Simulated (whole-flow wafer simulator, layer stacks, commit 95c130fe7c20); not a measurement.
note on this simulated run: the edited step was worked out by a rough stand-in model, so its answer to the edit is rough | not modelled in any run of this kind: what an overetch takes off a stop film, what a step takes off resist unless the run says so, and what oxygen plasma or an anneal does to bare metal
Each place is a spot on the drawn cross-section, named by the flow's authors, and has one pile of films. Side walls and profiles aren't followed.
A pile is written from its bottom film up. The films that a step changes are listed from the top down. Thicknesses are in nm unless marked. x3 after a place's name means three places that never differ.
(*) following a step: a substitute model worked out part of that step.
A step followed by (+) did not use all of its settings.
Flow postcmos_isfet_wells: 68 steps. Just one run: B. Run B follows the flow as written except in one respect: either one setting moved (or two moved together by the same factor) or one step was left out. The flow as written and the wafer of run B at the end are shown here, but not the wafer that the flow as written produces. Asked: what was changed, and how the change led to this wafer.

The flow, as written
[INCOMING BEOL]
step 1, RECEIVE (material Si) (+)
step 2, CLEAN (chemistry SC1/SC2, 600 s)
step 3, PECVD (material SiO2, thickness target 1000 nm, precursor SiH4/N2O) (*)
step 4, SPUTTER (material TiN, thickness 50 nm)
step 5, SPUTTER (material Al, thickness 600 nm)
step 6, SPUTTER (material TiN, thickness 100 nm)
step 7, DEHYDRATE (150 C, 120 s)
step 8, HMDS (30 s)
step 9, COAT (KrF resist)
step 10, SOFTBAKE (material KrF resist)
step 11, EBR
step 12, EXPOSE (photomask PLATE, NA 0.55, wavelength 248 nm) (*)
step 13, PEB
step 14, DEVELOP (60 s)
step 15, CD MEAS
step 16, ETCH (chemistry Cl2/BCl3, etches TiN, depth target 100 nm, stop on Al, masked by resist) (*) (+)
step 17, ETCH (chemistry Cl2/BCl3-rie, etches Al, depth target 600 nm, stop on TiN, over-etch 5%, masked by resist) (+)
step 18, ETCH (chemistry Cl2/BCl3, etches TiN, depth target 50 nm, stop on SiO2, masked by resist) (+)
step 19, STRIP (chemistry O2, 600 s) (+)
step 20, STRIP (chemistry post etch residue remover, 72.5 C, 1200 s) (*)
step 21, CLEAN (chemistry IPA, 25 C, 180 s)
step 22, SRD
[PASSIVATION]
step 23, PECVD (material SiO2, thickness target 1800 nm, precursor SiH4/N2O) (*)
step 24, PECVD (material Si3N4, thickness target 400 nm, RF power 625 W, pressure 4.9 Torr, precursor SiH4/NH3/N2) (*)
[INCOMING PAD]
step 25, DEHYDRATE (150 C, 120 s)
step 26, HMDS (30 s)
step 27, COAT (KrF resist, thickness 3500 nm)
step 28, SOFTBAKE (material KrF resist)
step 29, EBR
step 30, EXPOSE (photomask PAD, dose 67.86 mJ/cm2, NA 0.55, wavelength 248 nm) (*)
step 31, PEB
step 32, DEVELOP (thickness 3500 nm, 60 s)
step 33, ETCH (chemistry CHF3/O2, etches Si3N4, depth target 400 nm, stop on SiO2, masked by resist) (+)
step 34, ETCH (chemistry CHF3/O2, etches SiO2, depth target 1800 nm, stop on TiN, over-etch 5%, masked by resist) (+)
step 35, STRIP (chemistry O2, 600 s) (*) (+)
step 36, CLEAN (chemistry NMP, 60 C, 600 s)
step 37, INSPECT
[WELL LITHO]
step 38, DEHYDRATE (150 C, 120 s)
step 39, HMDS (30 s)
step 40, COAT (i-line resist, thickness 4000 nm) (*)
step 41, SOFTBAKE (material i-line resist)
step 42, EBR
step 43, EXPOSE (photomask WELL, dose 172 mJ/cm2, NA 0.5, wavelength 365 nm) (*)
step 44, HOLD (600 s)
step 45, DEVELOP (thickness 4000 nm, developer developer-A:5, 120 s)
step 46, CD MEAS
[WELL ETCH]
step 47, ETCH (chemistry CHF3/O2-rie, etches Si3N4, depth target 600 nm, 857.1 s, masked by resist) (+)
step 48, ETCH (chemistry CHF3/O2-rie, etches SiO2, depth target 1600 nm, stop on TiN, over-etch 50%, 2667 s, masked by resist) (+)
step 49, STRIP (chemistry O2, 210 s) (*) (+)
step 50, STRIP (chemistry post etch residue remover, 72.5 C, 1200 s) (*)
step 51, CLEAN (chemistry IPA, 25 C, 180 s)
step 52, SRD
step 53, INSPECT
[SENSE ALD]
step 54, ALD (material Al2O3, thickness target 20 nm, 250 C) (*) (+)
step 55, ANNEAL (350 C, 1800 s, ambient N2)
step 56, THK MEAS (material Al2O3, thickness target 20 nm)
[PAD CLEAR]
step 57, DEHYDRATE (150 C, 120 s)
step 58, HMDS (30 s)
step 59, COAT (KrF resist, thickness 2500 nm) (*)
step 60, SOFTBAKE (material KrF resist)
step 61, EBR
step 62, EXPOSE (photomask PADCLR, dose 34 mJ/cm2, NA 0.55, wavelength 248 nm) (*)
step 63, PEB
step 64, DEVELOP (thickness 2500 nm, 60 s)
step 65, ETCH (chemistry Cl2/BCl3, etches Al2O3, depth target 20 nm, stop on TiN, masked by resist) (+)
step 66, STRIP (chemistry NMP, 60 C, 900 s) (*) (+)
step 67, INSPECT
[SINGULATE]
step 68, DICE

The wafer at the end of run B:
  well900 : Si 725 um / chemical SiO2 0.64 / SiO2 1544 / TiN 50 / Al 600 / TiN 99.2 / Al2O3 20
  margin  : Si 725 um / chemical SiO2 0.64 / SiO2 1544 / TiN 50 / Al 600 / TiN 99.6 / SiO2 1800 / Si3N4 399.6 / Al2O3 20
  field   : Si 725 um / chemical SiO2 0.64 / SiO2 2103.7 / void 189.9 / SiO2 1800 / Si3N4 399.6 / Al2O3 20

What caused this: step 3, PECVD: thickness target 1544 nm was run, while the flow as written has thickness target 1000 nm.
The wafer lets one read it off: well900 has SiO2 1544, and step 3 as written asks for 1000 nm.

The path from the change to this, step by step:
  step 3, PECVD (material SiO2, thickness target 1000 nm, precursor SiH4/N2O) (*)
      field, margin, well900, well1300 x3, pad_rim, pad_clr, pad_open: SiO2 gains 1544 (new film) (in the flow as written it would be: SiO2 gains 1000 (new film))
